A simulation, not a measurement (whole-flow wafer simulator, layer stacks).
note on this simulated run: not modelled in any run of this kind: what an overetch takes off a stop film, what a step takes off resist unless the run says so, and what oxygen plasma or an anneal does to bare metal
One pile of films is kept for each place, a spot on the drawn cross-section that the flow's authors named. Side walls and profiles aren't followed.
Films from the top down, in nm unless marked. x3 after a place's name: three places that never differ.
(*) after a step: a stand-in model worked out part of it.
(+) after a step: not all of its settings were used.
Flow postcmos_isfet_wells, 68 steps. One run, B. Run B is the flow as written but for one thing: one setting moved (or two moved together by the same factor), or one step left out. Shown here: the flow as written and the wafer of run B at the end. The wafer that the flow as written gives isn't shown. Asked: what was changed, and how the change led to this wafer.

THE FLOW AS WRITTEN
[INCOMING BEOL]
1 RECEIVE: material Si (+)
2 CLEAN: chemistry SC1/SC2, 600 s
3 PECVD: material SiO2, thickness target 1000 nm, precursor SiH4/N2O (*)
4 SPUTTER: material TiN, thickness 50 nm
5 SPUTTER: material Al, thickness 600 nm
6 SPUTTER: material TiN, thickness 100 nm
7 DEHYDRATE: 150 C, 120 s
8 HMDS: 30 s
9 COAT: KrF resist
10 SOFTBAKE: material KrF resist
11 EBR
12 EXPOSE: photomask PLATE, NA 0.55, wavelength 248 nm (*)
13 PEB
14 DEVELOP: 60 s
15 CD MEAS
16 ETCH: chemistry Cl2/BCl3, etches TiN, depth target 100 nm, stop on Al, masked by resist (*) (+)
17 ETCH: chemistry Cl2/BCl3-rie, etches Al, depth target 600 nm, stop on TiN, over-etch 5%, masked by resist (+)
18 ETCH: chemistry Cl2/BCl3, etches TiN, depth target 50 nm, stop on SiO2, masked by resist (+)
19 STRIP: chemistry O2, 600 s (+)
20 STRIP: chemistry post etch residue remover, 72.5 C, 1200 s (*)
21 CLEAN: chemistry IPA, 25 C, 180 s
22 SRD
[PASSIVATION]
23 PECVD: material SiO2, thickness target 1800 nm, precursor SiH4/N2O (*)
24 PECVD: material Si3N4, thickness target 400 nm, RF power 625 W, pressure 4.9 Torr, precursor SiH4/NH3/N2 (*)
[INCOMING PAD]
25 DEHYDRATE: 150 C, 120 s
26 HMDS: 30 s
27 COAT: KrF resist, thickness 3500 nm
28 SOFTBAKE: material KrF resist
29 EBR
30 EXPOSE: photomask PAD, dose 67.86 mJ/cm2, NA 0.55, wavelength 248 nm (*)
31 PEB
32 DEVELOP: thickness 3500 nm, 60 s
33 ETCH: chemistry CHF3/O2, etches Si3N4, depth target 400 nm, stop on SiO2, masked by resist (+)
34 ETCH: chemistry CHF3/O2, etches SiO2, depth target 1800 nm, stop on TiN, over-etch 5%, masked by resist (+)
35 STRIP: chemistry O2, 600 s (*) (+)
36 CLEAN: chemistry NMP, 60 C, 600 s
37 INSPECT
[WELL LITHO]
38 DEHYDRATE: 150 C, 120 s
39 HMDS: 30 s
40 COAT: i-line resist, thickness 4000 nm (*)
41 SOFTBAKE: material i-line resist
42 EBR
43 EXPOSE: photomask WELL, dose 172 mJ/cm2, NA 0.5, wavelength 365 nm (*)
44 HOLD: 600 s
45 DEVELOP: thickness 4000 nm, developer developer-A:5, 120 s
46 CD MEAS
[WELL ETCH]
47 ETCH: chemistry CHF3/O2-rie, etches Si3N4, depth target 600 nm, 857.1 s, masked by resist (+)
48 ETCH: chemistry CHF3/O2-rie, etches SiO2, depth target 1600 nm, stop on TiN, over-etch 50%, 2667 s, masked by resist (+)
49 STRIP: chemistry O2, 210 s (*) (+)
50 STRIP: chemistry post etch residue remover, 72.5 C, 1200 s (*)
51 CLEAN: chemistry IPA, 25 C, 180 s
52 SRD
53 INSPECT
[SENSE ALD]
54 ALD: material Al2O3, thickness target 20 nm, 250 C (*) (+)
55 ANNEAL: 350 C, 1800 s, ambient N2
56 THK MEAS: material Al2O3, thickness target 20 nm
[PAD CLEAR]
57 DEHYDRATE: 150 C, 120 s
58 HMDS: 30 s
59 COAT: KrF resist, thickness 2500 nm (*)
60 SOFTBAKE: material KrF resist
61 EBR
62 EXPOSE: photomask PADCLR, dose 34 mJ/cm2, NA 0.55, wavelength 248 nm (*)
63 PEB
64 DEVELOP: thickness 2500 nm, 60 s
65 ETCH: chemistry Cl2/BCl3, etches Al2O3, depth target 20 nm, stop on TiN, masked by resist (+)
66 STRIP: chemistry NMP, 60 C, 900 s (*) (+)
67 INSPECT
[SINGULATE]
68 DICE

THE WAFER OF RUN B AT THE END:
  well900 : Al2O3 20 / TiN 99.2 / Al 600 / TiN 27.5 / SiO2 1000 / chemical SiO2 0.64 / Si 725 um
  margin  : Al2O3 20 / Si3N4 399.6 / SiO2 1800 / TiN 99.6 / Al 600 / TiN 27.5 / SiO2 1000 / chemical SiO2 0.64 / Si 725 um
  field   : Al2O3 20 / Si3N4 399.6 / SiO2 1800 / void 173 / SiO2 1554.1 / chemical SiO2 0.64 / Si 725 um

The cause: step 4, SPUTTER: thickness 27.5 nm was run, where the flow has thickness 50 nm.
It can be read off the wafer: well900 has TiN 27.5, and step 4 as written asks for 50 nm.

How the change led to this, step by step:
  4 SPUTTER: material TiN, thickness 50 nm
      field, margin, well900, well1300 x3, pad_rim, pad_clr, pad_open: TiN +27.5 (new film) (as written it would be: TiN +50 (new film))
  18 ETCH: chemistry Cl2/BCl3, etches TiN, depth target 50 nm, stop on SiO2, masked by resist (+)
      margin, well900, well1300 x3, pad_rim, pad_clr, pad_open: KrF resist -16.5 (as written it would be: KrF resist -20)
      field: TiN -27.5 (all of it) (as written it would be: TiN -50 (all of it))
  23 PECVD: material SiO2, thickness target 1800 nm, precursor SiH4/N2O (*)
      field: SiO2 +1800 (new film), void +173 (new film), SiO2 +554.1 (as written it would be: SiO2 +1800 (new film), void +189.9 (new film), SiO2 +559.7)
